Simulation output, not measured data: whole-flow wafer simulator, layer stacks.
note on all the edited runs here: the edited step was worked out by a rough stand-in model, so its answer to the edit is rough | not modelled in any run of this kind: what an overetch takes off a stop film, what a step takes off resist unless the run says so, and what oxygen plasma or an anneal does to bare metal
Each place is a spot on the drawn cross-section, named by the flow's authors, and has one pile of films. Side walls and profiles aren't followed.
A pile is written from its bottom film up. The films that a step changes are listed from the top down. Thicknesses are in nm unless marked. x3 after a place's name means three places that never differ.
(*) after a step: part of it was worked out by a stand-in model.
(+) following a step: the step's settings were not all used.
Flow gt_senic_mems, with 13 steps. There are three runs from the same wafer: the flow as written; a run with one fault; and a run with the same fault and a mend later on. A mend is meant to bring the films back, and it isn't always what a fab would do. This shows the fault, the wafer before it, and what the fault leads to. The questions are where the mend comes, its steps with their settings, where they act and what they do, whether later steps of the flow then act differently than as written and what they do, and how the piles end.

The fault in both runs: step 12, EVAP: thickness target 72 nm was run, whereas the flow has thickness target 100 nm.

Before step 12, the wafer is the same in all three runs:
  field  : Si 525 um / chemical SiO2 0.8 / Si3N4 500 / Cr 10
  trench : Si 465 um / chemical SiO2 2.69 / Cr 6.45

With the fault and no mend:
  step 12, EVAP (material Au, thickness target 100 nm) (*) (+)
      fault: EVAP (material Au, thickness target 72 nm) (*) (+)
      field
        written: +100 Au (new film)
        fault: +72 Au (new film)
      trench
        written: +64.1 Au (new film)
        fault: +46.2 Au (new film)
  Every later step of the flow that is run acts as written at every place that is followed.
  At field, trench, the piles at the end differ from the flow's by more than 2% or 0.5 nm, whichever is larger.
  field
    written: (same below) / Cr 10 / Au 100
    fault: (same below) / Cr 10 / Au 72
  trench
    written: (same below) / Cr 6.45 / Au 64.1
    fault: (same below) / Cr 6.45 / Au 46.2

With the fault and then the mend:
  After step 13 comes the mend.
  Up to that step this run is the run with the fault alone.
  step 13a, EVAP (material Au, thickness target 28 nm) (*) (+) (the flow's step 12, run once more with other settings)
      field
        +28 Au
      trench
        +18 Au
  Every later step of the flow that is run acts as written at every place that is followed.
  At the end the piles are close to the flow's at the places that both follow, differing by at most 2% or 0.5 nm, whichever is larger.
